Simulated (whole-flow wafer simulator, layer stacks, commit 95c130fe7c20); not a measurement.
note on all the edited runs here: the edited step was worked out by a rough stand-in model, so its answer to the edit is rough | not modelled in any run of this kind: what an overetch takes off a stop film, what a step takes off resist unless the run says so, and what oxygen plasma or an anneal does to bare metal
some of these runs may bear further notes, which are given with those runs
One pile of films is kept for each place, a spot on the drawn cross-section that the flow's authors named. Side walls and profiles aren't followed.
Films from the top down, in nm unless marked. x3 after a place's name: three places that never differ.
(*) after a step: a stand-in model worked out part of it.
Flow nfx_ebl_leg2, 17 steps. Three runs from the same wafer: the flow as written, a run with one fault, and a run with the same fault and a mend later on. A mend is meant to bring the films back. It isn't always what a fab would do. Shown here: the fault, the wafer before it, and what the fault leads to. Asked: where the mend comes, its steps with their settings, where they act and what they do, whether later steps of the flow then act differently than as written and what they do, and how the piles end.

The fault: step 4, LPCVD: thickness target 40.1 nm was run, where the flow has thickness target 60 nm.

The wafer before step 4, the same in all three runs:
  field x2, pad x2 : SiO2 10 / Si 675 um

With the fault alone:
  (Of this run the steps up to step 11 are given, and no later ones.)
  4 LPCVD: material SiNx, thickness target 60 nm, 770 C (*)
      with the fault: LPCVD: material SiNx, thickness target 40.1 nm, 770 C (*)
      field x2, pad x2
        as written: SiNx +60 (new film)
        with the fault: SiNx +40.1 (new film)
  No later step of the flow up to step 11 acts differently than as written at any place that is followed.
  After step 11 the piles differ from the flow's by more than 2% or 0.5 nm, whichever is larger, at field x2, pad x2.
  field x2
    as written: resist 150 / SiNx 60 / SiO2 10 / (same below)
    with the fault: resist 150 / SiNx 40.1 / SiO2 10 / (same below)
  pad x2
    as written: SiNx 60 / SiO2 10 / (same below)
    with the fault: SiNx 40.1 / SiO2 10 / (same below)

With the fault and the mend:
  The mend comes after step 11.
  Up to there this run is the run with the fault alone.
  11a STRIP: resist, chemistry O2, 25 C (*)
      field x2
        resist -150 (all of it)
  11b CLEAN: chemistry SC1/SC2 (*) (the flow's step 2 once more)
      changes no film at any place that is followed
  11c LPCVD: material SiNx, thickness target 19.9 nm, 770 C (*) (the flow's step 4 once more, with other settings)
      field x2, pad x2
        SiNx +19.9
  11d DEHYDRATE: 180 C, 120 s (the flow's step 6 once more)
      changes no film at any place that is followed
  11e COAT: resist, thickness 150 nm (the flow's step 7 once more)
      field x2, pad x2
        resist +150 (new film)
  11f SOFTBAKE: resist, 150 C, 60 s (the flow's step 8 once more)
      changes no film at any place that is followed
  11g EXPOSE: PMMA, thickness 150 nm, photomask GRATING (*) (the flow's step 9 once more)
      changes no film at any place that is followed
  11h DEVELOP: resist, thickness 150 nm, developer developer-C-546, 60 s (*) (the flow's step 10 once more)
      pad x2
        resist -150 (all of it)
  No later step of the flow acts differently than as written at any place that is followed.
  At the end the piles are the same as the flow's at every place that both follow.
